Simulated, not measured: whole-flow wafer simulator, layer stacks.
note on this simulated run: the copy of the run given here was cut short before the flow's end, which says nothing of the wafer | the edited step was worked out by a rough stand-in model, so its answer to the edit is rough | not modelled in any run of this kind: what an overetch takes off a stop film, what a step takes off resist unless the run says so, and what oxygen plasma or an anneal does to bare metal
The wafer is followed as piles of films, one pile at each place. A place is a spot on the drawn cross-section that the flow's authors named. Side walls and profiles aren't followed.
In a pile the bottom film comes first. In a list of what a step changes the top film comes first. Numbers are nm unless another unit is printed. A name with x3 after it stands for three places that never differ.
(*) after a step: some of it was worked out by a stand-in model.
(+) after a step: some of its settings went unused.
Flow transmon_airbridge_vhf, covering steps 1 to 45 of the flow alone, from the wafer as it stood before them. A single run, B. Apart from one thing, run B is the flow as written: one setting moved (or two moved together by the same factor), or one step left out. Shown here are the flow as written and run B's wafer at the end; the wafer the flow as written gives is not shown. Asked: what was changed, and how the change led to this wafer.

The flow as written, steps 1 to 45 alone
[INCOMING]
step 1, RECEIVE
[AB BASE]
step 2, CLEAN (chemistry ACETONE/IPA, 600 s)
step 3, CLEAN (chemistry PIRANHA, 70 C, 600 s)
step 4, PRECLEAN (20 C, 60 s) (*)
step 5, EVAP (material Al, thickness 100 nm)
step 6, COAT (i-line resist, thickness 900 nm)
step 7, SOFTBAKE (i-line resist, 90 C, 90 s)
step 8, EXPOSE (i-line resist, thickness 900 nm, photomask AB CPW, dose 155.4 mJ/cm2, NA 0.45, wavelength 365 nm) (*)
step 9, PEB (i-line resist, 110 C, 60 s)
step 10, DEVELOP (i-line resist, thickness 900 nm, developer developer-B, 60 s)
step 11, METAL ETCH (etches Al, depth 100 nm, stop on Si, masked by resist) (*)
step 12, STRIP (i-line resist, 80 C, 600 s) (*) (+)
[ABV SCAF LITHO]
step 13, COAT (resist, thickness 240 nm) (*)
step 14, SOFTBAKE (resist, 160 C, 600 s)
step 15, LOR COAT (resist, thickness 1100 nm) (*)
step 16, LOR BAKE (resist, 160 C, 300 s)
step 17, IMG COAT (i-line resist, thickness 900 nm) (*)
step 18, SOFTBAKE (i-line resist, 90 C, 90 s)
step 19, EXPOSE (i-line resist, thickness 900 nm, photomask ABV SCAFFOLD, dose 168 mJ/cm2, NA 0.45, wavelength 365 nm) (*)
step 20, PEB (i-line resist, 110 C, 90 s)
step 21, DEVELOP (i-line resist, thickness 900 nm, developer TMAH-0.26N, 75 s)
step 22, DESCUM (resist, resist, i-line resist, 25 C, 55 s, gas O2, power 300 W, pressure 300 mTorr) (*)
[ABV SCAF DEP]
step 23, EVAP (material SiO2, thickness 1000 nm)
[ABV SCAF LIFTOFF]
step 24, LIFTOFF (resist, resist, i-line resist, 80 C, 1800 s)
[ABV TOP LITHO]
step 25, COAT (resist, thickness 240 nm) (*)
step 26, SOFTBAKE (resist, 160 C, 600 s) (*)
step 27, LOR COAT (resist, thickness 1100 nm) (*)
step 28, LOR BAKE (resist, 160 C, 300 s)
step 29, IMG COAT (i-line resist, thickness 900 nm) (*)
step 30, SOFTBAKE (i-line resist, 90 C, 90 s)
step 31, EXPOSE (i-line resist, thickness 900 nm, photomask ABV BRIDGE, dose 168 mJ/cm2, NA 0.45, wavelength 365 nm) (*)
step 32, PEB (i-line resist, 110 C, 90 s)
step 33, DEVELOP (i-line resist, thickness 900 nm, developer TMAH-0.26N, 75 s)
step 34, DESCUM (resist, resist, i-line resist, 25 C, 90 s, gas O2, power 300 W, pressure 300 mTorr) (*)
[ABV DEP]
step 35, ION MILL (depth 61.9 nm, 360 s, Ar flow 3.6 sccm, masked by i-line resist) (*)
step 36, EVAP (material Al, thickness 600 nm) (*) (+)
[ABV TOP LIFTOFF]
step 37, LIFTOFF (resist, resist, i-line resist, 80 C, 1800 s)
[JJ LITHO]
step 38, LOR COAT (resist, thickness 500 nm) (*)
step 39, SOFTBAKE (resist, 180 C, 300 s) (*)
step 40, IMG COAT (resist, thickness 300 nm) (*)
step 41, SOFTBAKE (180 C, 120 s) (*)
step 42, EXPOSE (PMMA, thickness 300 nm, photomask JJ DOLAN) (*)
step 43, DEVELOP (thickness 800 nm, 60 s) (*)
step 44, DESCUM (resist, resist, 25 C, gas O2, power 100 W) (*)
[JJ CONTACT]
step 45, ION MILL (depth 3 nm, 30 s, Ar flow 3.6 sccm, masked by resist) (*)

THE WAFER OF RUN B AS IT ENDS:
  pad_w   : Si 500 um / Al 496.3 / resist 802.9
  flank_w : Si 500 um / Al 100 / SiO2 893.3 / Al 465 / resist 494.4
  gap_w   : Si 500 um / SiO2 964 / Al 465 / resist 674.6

What caused this: step 36, EVAP: thickness 465 nm was run, though the flow has thickness 600 nm.
One can read it off the wafer: flank_w has Al 465, and step 36 as written asks for 600 nm.

How this came from the change, step by step:
  step 36, EVAP (material Al, thickness 600 nm) (*) (+)
      field x3, jj_line, ground_far and 10 more: +465 Al (new film) (in the flow as written it would be: +600 Al (new film))
      pad_w, pad_e: +458.2 Al (in the flow as written it would be: +591.2 Al)
  step 37, LIFTOFF (resist, resist, i-line resist, 80 C, 1800 s)
      field x3, jj_line, trace_open_s x2: -465 Al (all of it), -600 i-line resist (all of it), -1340 resist (all of it) (in the flow as written it would be: -600 Al (all of it), -600 i-line resist (all of it), -1340 resist (all of it))
      margin_s, margin_n: -465 Al (all of it), -318.3 i-line resist (all of it), -992 resist (all of it) (in the flow as written it would be: -600 Al (all of it), -318.3 i-line resist (all of it), -992 resist (all of it))
      (as well as at 1 more place)
  step 38, LOR COAT (resist, thickness 500 nm) (*)
      pad_w, pad_e: +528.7 resist (new film) (in the flow as written it would be: +517 resist (new film))
      margin_s, margin_n: +433.8 resist (new film) (in the flow as written it would be: +445.3 resist (new film))
      (as well as at 1 more place)
  step 40, IMG COAT (resist, thickness 300 nm) (*)
      flank_w, flank_e: +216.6 resist (in the flow as written it would be: +212.1 resist)
      bridge_strip: +205.2 resist (in the flow as written it would be: +197.1 resist)
